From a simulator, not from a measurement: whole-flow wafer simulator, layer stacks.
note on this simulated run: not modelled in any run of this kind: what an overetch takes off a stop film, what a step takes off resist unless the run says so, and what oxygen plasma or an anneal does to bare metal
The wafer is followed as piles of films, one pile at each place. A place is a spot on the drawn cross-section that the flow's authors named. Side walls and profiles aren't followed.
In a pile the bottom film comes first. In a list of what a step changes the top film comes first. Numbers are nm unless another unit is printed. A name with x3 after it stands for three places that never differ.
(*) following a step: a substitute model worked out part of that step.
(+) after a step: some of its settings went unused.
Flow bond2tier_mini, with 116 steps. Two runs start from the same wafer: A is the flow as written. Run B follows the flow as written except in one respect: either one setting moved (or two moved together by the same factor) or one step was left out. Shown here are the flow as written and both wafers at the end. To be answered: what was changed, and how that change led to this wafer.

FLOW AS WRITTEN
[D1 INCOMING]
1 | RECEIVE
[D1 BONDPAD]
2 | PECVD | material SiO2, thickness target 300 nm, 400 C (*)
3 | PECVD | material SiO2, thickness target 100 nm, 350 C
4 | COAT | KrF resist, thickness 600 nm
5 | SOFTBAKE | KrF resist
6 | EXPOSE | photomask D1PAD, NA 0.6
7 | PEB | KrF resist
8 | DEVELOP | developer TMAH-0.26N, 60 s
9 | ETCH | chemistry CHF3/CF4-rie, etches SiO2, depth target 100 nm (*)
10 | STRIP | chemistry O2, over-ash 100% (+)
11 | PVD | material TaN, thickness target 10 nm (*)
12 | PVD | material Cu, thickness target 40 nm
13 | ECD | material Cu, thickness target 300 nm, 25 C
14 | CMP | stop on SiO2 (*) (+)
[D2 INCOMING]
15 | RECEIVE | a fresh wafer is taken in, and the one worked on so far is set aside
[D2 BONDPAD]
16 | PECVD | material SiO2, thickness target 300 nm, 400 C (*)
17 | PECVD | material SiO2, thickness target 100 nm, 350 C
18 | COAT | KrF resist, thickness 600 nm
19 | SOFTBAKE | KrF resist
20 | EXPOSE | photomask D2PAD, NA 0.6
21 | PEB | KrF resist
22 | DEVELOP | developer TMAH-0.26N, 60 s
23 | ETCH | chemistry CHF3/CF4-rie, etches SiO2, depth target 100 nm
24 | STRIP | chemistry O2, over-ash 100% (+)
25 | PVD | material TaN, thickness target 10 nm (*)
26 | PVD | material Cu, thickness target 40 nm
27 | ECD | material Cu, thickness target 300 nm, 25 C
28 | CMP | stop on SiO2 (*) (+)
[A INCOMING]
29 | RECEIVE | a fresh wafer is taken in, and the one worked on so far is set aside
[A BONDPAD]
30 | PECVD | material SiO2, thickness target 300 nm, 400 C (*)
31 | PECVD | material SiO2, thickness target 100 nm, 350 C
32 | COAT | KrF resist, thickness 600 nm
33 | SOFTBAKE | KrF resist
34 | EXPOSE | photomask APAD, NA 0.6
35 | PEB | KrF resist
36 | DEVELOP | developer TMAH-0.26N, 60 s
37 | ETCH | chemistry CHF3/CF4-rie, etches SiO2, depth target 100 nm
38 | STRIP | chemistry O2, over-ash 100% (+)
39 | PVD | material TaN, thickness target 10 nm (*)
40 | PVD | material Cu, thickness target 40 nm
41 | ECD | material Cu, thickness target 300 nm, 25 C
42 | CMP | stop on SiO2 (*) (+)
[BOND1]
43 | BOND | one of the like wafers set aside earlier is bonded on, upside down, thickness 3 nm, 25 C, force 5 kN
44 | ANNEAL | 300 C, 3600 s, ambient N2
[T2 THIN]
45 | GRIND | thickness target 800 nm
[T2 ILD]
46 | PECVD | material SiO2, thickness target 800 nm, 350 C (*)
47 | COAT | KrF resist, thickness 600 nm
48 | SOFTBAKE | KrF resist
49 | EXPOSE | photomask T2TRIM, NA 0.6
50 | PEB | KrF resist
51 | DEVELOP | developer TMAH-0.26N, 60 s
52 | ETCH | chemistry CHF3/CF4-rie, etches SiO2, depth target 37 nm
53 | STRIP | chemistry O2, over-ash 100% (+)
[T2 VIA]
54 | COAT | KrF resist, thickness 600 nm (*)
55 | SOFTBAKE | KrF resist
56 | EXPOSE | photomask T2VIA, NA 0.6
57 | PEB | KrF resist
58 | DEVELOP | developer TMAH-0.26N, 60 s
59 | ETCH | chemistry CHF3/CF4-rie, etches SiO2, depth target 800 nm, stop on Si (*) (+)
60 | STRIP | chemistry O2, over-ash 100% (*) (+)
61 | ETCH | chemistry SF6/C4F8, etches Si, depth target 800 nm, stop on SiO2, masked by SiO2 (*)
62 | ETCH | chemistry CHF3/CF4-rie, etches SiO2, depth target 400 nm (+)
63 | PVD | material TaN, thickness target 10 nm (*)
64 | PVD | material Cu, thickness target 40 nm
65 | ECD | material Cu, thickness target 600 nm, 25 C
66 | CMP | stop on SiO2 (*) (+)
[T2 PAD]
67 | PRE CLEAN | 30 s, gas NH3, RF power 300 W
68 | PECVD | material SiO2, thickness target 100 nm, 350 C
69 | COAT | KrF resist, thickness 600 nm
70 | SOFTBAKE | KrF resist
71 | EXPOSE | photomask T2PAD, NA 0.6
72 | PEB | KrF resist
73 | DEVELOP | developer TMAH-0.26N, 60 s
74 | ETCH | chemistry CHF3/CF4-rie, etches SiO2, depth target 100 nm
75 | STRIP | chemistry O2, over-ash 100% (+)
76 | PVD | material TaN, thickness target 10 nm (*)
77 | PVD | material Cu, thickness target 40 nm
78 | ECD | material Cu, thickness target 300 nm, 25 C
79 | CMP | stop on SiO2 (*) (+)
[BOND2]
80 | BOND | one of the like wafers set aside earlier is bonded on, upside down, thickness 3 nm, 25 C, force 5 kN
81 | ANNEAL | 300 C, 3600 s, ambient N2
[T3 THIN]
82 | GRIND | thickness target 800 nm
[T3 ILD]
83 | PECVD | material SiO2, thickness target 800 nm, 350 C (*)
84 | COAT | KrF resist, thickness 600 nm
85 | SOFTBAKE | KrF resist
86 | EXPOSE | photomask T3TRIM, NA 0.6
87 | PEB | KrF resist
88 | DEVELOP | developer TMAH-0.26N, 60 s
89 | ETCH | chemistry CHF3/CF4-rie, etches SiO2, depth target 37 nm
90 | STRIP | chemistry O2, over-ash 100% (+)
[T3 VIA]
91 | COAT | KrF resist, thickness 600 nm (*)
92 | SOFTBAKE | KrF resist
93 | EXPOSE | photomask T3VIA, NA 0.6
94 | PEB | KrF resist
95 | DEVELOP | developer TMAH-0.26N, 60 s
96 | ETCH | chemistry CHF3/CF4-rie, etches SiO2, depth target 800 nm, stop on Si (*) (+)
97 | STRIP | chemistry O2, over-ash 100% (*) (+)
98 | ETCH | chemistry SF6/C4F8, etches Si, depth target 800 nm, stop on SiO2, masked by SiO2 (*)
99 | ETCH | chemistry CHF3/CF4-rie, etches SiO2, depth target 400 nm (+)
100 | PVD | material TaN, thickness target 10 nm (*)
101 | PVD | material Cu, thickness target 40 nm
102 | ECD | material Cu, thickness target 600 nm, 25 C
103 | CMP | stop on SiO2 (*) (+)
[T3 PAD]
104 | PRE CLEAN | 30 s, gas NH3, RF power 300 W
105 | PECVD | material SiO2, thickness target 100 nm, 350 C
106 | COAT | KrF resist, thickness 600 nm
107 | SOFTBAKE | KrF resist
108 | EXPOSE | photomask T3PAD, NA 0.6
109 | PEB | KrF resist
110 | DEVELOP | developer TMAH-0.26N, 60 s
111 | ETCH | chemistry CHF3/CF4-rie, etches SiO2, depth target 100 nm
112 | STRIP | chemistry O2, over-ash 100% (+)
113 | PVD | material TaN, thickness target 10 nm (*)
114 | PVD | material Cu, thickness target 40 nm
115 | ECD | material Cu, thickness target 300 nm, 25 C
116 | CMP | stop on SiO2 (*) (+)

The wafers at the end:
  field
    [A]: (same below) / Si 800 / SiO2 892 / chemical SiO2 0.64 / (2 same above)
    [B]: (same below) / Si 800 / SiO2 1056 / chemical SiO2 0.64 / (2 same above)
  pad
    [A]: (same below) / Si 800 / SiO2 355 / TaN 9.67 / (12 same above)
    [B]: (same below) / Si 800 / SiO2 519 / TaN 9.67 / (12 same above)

The reason: step 62, ETCH: depth target 236 nm was run, while the flow as written has depth target 400 nm.

Step by step, how the change led to this:
  62 | ETCH | chemistry CHF3/CF4-rie, etches SiO2, depth target 400 nm (+)
      field, pad: A -400 SiO2 | B -236 SiO2
